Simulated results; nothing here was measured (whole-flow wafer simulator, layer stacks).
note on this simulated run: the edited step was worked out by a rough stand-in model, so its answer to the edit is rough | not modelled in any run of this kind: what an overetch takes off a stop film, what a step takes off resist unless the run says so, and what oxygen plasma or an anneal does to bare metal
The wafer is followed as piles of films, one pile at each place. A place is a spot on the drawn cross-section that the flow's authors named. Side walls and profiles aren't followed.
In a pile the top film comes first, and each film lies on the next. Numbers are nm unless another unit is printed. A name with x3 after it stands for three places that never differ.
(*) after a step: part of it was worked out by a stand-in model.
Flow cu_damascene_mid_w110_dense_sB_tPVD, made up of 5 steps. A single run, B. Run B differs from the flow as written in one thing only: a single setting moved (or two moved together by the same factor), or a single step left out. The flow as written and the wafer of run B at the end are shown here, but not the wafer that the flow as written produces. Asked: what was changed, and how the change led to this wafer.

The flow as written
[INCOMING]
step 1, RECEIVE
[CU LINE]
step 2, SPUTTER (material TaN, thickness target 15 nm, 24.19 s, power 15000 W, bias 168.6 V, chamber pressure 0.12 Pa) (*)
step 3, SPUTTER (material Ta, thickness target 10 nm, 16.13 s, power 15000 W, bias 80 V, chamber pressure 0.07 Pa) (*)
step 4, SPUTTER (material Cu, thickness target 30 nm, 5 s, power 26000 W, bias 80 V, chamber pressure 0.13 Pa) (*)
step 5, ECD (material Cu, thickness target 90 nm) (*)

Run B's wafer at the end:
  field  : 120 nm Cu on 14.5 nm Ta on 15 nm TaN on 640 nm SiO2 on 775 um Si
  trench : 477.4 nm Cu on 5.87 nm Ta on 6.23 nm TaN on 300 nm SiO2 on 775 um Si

What caused this: step 3, SPUTTER: thickness target 14.5 nm was run, while the flow as written has thickness target 10 nm.
The wafer itself shows it: field has Ta 14.5, and step 3 as written asks for 10 nm.

Step by step, how the change led to this:
  step 3, SPUTTER (material Ta, thickness target 10 nm, 16.13 s, power 15000 W, bias 80 V, chamber pressure 0.07 Pa) (*)
      field: Ta gains 14.5 (new film) (as written it would have been: Ta gains 10 (new film))
      trench: Ta gains 5.87 (new film) (as written it would have been: Ta gains 4.05 (new film))
